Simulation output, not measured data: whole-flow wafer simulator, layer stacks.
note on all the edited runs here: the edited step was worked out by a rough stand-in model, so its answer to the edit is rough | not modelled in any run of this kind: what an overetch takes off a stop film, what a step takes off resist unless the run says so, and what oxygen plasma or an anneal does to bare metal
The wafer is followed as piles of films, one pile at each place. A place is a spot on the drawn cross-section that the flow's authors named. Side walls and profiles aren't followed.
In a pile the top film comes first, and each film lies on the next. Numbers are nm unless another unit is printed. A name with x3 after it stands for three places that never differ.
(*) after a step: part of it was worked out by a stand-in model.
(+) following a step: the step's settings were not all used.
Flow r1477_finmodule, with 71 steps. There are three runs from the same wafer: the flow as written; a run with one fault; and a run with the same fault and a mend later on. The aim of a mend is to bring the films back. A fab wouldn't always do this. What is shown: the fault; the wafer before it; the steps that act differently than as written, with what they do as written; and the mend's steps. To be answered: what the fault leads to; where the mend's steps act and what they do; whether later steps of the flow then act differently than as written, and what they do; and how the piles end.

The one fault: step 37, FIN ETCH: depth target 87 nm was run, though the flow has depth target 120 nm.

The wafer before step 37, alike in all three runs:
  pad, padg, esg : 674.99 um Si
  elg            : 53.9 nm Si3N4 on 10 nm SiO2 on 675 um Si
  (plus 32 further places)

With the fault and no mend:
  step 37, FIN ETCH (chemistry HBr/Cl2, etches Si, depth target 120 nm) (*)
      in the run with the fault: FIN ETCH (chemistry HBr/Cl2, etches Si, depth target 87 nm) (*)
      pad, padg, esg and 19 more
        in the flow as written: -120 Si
        in the run with the fault: -87 Si
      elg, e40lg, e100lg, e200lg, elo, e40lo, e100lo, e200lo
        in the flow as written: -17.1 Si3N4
        in the run with the fault: -12.4 Si3N4
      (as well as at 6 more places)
  Steps later in the flow that act otherwise than as written (3 other steps are not shown; they differ only slightly, by no more than 2% or 0.5 nm, whichever is larger):
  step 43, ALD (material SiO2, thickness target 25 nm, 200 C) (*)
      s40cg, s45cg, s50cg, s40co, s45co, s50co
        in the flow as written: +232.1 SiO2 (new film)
        in the run with the fault: +201.6 SiO2 (new film)
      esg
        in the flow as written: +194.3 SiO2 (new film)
        in the run with the fault: +166 SiO2 (new film)
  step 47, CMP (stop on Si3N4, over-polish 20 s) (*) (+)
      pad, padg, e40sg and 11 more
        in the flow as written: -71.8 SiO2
        in the run with the fault: -104.8 SiO2
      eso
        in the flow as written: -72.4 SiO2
        in the run with the fault: -105.4 SiO2
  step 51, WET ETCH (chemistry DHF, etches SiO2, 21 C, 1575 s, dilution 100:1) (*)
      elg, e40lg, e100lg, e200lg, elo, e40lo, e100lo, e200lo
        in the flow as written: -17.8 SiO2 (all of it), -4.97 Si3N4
        in the run with the fault: -13.1 SiO2 (all of it), -5.35 Si3N4
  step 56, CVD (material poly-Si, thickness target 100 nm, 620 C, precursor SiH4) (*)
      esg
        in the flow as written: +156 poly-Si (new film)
        in the run with the fault: +160.3 poly-Si (new film)
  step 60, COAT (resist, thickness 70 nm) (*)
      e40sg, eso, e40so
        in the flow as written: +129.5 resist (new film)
        in the run with the fault: +133.5 resist (new film)
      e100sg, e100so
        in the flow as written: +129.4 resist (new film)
        in the run with the fault: +133.5 resist (new film)
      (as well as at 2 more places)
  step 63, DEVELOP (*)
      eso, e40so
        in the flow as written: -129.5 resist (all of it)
        in the run with the fault: -133.5 resist (all of it)
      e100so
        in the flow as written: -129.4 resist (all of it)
        in the run with the fault: -133.5 resist (all of it)
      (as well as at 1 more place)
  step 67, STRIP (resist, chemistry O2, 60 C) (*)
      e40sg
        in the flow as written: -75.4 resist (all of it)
        in the run with the fault: -79.4 resist (all of it)
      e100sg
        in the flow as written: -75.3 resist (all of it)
        in the run with the fault: -79.4 resist (all of it)
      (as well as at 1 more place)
  By the end, the piles at pad, padg, elg and 27 more depart from the flow's by more than 2% or 0.5 nm, whichever is larger.
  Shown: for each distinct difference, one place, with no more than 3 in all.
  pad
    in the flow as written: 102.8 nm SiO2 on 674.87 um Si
    in the run with the fault: 69.9 nm SiO2 on 674.9 um Si
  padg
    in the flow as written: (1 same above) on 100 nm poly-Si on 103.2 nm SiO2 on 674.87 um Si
    in the run with the fault: (1 same above) on 100 nm poly-Si on 70.3 nm SiO2 on 674.9 um Si
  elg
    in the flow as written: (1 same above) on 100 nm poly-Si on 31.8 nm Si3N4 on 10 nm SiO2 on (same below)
    in the run with the fault: (1 same above) on 100 nm poly-Si on 36.1 nm Si3N4 on 10 nm SiO2 on (same below)

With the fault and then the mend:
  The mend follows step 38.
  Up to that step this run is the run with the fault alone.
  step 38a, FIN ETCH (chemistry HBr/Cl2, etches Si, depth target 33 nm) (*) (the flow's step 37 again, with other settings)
      pad, padg, esg and 19 more
        -33 Si
      elg, e40lg, e100lg, e200lg, elo, e40lo, e100lo, e200lo
        -4.71 Si3N4
      s40sg_line, s45sg_line, s50sg_line, s40so_line, s45so_line, s50so_line
        -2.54 SiO2
  None of the later steps of the flow acts differently than as written at any place that is followed.
  By the end, the piles equal the flow's at every place that both follow.
